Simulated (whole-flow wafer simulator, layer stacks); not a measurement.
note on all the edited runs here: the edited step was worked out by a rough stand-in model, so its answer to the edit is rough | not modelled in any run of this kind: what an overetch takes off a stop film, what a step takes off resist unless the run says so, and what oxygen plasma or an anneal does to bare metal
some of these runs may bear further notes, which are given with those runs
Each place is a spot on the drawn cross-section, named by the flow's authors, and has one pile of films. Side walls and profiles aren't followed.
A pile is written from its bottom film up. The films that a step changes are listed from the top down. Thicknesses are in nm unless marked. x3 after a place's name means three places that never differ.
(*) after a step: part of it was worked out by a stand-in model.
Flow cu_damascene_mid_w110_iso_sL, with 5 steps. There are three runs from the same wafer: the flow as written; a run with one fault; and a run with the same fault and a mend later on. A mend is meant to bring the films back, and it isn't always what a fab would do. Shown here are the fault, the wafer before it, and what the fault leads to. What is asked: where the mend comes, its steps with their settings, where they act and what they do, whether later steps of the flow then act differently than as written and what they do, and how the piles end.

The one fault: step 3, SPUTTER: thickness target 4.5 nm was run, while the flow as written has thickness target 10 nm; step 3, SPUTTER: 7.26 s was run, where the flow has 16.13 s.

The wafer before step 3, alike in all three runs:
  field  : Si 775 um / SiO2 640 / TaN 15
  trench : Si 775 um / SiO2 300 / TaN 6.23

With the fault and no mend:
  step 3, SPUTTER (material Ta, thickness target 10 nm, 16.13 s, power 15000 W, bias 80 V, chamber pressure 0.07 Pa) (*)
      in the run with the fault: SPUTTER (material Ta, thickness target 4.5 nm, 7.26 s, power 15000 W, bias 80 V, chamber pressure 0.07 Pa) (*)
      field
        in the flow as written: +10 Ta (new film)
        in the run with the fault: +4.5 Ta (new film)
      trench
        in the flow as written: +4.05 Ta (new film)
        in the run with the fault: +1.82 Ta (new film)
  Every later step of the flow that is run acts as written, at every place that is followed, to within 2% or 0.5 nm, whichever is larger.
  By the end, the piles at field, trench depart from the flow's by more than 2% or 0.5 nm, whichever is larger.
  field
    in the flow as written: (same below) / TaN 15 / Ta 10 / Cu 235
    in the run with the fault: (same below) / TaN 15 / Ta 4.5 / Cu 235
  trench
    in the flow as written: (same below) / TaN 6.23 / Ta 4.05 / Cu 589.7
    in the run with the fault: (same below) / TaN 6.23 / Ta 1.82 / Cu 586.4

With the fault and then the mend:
  After step 3 comes the mend.
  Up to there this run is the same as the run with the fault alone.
  step 3a, SPUTTER (material Ta, thickness target 5.5 nm, 8.871 s, power 15000 W, bias 80 V, chamber pressure 0.07 Pa) (*) (the flow's step 3 again, with other settings)
      field
        +5.5 Ta
      trench
        +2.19 Ta
  Every later step of the flow that is run acts as written at every place that is followed.
  At the end the piles are close to the flow's at the places that both follow, differing by at most 2% or 0.5 nm, whichever is larger.
